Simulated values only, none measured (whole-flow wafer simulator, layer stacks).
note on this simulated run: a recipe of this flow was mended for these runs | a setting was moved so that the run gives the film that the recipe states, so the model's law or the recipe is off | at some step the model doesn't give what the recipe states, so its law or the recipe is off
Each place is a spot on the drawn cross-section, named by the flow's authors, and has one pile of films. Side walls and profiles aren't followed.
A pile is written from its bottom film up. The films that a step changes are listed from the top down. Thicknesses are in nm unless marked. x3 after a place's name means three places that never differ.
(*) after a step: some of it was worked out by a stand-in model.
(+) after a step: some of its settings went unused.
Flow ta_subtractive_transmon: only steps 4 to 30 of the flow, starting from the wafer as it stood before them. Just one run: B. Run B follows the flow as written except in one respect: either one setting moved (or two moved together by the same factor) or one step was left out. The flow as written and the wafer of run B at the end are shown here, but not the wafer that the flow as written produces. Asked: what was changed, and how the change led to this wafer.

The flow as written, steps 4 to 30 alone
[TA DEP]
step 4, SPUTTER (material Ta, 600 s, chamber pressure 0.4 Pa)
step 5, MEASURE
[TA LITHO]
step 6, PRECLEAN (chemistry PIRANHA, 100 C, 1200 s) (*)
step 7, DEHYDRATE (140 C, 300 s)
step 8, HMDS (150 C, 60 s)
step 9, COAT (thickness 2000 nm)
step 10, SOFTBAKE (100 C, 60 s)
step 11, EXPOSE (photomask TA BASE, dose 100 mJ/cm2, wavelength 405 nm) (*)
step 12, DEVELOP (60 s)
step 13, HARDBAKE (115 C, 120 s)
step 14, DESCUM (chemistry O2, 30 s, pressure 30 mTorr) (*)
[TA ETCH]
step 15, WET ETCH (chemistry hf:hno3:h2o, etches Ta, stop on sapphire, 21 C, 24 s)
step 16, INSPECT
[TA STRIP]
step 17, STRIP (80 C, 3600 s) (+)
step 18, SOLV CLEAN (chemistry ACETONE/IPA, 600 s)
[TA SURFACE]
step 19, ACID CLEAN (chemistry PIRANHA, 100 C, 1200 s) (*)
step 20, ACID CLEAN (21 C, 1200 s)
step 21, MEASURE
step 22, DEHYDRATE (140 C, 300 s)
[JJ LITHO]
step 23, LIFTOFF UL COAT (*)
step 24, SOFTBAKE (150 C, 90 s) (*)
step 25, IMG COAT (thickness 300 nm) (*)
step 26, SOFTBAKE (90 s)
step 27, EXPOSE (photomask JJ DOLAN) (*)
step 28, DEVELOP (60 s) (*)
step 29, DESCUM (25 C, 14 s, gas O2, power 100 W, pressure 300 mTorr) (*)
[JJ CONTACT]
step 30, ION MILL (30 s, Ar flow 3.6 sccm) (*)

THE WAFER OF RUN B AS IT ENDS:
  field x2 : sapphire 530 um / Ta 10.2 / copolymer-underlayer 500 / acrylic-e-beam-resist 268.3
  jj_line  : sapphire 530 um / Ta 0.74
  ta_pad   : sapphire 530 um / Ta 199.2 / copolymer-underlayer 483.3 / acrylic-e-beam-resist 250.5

The reason: step 15, WET ETCH: 18.9 s was run, while the flow as written has 24 s.

How this came from the change, step by step:
  step 15, WET ETCH (chemistry hf:hno3:h2o, etches Ta, stop on sapphire, 21 C, 24 s)
      field x2, jj_line, lead: Ta loses 189 (as written it would have been: Ta loses 199.7 (all of it))
  step 30, ION MILL (30 s, Ar flow 3.6 sccm) (*)
      jj_line, lead: Ta loses 9.45 (as written it would have been: sapphire loses 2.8)
With metal films that touch counted as one body, field x2 has 1 body; the flow as written gives 0 bodies.
With metal films that touch counted as one body, jj_line has 1 body; the flow as written gives 0 bodies.
